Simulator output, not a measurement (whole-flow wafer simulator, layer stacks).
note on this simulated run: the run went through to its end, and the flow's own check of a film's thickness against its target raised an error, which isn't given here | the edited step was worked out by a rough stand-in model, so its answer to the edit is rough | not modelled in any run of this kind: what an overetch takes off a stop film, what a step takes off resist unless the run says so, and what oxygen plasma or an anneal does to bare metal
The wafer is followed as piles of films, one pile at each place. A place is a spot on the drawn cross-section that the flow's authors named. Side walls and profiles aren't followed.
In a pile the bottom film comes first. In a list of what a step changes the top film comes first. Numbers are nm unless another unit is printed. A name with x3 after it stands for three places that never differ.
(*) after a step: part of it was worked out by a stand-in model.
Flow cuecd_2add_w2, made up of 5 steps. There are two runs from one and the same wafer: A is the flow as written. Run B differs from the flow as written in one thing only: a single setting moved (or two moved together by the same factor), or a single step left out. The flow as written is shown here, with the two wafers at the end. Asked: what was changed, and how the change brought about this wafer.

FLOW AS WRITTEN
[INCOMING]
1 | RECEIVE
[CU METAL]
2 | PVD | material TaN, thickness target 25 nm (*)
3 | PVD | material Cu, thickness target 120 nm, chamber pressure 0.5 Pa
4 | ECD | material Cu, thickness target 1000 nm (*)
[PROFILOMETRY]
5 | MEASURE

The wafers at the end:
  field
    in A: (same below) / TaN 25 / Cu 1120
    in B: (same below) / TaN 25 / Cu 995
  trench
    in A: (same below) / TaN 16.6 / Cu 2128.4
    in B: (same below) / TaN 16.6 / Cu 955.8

Cause: step 4, ECD: thickness target 875 nm was run, though the flow has thickness target 1000 nm.

Step by step, how the change led to this:
  4 | ECD | material Cu, thickness target 1000 nm (*)
      field: A +1000 Cu | B +875 Cu
      trench: A +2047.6 Cu | B +875 Cu
